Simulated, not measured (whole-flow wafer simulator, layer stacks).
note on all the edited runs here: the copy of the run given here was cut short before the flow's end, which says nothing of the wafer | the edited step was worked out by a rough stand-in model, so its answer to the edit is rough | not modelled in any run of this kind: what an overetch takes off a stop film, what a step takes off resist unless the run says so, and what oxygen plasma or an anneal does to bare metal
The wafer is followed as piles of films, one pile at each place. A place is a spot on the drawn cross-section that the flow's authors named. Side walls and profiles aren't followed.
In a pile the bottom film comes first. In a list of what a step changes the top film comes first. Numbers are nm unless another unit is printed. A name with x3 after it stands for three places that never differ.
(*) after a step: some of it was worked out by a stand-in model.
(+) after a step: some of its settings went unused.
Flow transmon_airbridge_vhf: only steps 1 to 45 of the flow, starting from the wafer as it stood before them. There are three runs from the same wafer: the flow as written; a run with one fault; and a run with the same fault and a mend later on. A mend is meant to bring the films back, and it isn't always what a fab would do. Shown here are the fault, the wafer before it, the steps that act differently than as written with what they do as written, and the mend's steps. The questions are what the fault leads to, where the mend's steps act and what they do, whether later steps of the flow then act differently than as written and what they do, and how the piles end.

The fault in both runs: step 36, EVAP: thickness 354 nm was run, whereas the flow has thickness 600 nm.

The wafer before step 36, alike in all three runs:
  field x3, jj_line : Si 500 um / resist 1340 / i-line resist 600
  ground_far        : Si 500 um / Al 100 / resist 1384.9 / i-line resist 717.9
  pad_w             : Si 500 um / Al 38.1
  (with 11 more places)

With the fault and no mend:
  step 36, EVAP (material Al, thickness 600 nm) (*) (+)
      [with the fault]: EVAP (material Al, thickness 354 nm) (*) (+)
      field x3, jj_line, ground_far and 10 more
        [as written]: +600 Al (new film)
        [with the fault]: +354 Al (new film)
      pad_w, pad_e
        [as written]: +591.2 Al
        [with the fault]: +348.8 Al
  Later steps of the flow acting differently than as written:
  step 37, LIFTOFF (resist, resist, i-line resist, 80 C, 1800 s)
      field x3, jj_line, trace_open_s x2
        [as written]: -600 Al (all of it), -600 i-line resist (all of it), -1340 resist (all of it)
        [with the fault]: -354 Al (all of it), -600 i-line resist (all of it), -1340 resist (all of it)
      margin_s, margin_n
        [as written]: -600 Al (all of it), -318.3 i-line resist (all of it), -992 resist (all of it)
        [with the fault]: -354 Al (all of it), -318.3 i-line resist (all of it), -992 resist (all of it)
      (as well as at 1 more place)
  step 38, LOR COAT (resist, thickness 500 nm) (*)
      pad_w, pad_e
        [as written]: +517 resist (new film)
        [with the fault]: +538.6 resist (new film)
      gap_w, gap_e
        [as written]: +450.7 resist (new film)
        [with the fault]: +460.7 resist (new film)
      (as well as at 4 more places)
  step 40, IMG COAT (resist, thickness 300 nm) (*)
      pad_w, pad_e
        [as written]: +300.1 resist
        [with the fault]: +311.5 resist
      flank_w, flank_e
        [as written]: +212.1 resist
        [with the fault]: +220.4 resist
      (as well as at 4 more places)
  By the end, the piles at pad_w, flank_w, gap_w and 7 more depart from the flow's by more than 2% or 0.5 nm, whichever is larger.
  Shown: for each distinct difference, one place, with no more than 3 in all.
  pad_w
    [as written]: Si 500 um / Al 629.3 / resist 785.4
    [with the fault]: Si 500 um / Al 386.9 / resist 818.4
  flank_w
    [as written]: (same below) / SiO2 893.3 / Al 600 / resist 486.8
    [with the fault]: (same below) / SiO2 893.3 / Al 354 / resist 501.2
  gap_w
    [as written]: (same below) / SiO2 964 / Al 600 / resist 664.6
    [with the fault]: (same below) / SiO2 964 / Al 354 / resist 682.9

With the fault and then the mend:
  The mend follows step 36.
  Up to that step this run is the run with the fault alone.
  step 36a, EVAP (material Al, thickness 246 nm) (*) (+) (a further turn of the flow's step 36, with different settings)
      field x3, jj_line, ground_far and 10 more
        +246 Al
      pad_w, pad_e
        +242.4 Al
  Every later step of the flow that is run acts as written, at every place that is followed, to within 2% or 0.5 nm, whichever is larger.
  The piles end only slightly different from the flow's at the places that both follow, by no more than 2% or 0.5 nm, whichever is larger.
